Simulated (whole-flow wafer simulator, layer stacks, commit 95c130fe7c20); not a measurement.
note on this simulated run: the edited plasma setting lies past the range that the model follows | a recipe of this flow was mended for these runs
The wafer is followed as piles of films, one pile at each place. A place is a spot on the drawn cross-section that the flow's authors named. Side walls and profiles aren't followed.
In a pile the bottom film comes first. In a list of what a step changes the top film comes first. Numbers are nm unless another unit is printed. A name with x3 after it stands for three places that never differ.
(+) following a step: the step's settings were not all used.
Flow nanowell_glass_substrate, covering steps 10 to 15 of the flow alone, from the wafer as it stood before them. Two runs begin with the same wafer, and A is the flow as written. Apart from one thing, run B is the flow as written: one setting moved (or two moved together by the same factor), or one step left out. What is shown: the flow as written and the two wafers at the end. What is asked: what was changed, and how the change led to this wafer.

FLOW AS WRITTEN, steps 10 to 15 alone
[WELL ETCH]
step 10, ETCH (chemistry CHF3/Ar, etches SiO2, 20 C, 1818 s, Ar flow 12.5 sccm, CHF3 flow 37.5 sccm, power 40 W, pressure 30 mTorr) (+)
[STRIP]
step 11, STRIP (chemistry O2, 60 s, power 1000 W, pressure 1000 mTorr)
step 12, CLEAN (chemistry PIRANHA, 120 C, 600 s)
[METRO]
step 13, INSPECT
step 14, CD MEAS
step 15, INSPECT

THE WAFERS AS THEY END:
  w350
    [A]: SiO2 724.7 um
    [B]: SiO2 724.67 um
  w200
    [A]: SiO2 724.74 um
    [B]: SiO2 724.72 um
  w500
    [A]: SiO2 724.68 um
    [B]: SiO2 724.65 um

The reason: step 10, ETCH: power 44.8 W was run, whereas the flow has power 40 W.

The path from the change to this, step by step:
  step 10, ETCH (chemistry CHF3/Ar, etches SiO2, 20 C, 1818 s, Ar flow 12.5 sccm, CHF3 flow 37.5 sccm, power 40 W, pressure 30 mTorr) (+)
      land: A -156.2 UV-NIL-ACRYLATE | B -177.2 UV-NIL-ACRYLATE
      w350: A -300 SiO2 | B -328.2 SiO2
      (also at 3 further places)
  step 11, STRIP (chemistry O2, 60 s, power 1000 W, pressure 1000 mTorr)
      land: A -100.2 UV-NIL-ACRYLATE (all of it) | B -79.1 UV-NIL-ACRYLATE (all of it)
